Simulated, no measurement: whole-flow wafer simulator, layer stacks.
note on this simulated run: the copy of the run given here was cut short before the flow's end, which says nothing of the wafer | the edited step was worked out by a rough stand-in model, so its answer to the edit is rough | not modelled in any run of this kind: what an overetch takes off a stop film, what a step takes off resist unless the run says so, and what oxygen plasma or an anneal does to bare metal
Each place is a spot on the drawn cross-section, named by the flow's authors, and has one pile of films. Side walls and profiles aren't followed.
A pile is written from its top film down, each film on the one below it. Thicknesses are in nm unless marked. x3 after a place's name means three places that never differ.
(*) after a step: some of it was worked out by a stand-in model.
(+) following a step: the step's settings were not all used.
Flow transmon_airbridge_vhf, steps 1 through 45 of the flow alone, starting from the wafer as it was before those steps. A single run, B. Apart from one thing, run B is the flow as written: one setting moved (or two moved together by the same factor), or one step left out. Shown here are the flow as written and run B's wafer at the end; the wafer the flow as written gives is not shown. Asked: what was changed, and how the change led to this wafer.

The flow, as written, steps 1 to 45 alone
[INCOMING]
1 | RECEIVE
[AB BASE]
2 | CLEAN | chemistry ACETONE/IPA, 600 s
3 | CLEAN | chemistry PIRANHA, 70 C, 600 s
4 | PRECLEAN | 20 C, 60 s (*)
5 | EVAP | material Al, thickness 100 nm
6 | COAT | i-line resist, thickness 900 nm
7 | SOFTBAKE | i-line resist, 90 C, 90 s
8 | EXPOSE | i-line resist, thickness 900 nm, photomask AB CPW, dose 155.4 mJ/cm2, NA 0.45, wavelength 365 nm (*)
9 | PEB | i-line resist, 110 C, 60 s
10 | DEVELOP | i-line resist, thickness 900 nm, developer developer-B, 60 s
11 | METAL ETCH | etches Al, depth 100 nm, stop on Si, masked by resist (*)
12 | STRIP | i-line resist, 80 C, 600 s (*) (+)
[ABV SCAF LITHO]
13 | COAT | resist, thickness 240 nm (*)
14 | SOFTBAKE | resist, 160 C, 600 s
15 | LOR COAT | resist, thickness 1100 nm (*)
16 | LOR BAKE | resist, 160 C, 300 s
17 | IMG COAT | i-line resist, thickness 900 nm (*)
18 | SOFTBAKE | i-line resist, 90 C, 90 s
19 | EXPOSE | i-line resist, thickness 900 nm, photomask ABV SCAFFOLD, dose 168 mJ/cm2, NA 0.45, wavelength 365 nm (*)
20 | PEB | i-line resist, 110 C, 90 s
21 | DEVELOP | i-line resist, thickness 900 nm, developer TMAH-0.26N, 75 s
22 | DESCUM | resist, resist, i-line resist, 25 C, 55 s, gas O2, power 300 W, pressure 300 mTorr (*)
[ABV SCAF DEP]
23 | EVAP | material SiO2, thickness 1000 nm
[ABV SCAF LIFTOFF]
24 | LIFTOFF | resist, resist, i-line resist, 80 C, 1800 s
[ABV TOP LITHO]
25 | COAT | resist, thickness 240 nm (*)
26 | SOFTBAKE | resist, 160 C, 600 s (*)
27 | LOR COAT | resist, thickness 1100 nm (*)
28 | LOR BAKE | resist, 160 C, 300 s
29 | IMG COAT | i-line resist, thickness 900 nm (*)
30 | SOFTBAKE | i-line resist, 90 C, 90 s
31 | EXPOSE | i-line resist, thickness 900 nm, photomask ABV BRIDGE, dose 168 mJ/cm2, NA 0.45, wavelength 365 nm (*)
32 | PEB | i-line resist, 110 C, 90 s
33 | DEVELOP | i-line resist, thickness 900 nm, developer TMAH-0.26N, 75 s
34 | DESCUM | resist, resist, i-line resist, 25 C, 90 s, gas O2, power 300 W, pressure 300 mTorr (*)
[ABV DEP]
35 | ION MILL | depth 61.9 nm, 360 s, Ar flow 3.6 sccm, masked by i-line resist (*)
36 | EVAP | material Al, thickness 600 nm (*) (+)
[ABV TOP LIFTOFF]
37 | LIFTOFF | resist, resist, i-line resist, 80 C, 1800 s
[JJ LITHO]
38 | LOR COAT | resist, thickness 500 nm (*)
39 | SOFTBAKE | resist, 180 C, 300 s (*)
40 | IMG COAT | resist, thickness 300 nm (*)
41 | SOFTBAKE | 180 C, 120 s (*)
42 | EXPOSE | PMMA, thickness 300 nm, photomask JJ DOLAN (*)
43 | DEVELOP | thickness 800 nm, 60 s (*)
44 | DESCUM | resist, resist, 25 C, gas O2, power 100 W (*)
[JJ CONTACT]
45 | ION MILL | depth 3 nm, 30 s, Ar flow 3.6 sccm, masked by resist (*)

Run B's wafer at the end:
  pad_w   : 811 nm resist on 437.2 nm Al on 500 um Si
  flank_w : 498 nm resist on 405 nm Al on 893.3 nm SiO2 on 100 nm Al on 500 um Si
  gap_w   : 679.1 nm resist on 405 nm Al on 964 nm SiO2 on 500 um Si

What caused this: step 36, EVAP: thickness 405 nm was run, whereas the flow has thickness 600 nm.
The wafer lets one read it off: flank_w has Al 405, and step 36 as written asks for 600 nm.

The path from the change to this, step by step:
  36 | EVAP | material Al, thickness 600 nm (*) (+)
      field x3, jj_line, ground_far and 10 more: Al gains 405 (new film) (as written it would have been: Al gains 600 (new film))
      pad_w, pad_e: Al gains 399.1 (as written it would have been: Al gains 591.2)
  37 | LIFTOFF | resist, resist, i-line resist, 80 C, 1800 s
      field x3, jj_line, trace_open_s x2: Al loses 405 (all of it), i-line resist loses 600 (all of it), resist loses 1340 (all of it) (as written it would have been: Al loses 600 (all of it), i-line resist loses 600 (all of it), resist loses 1340 (all of it))
      margin_s, margin_n: Al loses 405 (all of it), i-line resist loses 318.3 (all of it), resist loses 992 (all of it) (as written it would have been: Al loses 600 (all of it), i-line resist loses 318.3 (all of it), resist loses 992 (all of it))
      (also at 1 further place)
  38 | LOR COAT | resist, thickness 500 nm (*)
      pad_w, pad_e: resist gains 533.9 (new film) (as written it would have been: resist gains 517 (new film))
      margin_s, margin_n: resist gains 428.1 (new film) (as written it would have been: resist gains 445.3 (new film))
      (also at 1 further place)
  40 | IMG COAT | resist, thickness 300 nm (*)
      pad_w, pad_e: resist gains 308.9 (as written it would have been: resist gains 300.1)
      flank_w, flank_e: resist gains 218.7 (as written it would have been: resist gains 212.1)
      (also at 4 further places)
